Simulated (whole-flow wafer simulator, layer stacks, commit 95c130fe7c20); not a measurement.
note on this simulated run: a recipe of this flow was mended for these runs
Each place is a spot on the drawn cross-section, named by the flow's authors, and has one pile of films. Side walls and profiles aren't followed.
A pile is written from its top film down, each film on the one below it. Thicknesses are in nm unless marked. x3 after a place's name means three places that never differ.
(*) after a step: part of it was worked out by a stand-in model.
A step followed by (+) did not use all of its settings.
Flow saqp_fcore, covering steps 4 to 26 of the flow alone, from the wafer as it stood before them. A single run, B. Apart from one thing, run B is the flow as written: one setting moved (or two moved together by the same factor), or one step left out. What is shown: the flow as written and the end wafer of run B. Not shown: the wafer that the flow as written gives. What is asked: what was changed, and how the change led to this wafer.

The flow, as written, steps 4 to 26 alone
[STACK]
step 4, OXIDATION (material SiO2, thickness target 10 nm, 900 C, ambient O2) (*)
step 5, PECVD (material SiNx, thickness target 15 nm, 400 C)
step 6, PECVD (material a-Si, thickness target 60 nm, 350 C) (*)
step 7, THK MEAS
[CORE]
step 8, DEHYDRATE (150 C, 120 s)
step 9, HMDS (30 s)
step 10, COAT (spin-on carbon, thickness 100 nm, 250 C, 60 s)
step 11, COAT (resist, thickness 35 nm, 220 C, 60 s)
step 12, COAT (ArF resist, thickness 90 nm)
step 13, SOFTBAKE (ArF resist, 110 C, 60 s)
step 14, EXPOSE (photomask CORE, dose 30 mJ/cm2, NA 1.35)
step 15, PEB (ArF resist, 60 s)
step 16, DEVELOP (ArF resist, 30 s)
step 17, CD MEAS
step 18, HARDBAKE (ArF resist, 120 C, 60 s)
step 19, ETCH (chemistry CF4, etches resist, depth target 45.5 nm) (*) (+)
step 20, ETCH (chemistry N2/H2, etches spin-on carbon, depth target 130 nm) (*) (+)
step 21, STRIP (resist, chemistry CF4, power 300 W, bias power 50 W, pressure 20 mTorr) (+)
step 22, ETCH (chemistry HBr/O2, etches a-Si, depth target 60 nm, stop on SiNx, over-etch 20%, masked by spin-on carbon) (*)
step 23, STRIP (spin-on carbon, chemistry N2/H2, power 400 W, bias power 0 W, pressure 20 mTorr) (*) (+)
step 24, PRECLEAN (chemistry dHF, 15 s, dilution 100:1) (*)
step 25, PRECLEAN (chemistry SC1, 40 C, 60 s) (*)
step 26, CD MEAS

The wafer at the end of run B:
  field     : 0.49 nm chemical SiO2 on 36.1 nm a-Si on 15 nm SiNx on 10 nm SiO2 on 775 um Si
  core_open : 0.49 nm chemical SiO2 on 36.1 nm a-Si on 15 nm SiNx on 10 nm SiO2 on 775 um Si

What caused this: step 20, ETCH: depth target 83.2 nm was run, though the flow has depth target 130 nm.

The path from the change to this, step by step:
  step 20, ETCH (chemistry N2/H2, etches spin-on carbon, depth target 130 nm) (*) (+)
      field, core_open: -83.2 spin-on carbon (it would be, as written: -94.8 spin-on carbon (all of it), -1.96 a-Si)
      core_line: -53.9 ArF resist (all of it), -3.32 resist (it would be, as written: -53.9 ArF resist (all of it), -6.44 resist)
  step 21, STRIP (resist, chemistry CF4, power 300 W, bias power 50 W, pressure 20 mTorr) (+)
      field: nothing (it would be, as written: -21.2 a-Si)
      core_open: nothing (it would be, as written: -18.7 a-Si)
      (as well as at 1 more place)
  step 22, ETCH (chemistry HBr/O2, etches a-Si, depth target 60 nm, stop on SiNx, over-etch 20%, masked by spin-on carbon) (*)
      field: -11.6 spin-on carbon (all of it), -23.2 a-Si (it would be, as written: -36.8 a-Si (all of it), -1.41 SiNx)
      core_open: -11.6 spin-on carbon (all of it), -23.2 a-Si (it would be, as written: -39.4 a-Si (all of it), -1.3 SiNx)
      (as well as at 1 more place)
  step 23, STRIP (spin-on carbon, chemistry N2/H2, power 400 W, bias power 0 W, pressure 20 mTorr) (*) (+)
      core_line: -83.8 spin-on carbon (all of it) (it would be, as written: -88.8 spin-on carbon (all of it))
  step 24, PRECLEAN (chemistry dHF, 15 s, dilution 100:1) (*)
      field, core_open: nothing (it would be, as written: -1.31 SiNx)
  step 25, PRECLEAN (chemistry SC1, 40 C, 60 s) (*)
      field, core_open: +0.49 chemical SiO2 (new film), -0.7 a-Si (it would be, as written: nothing)
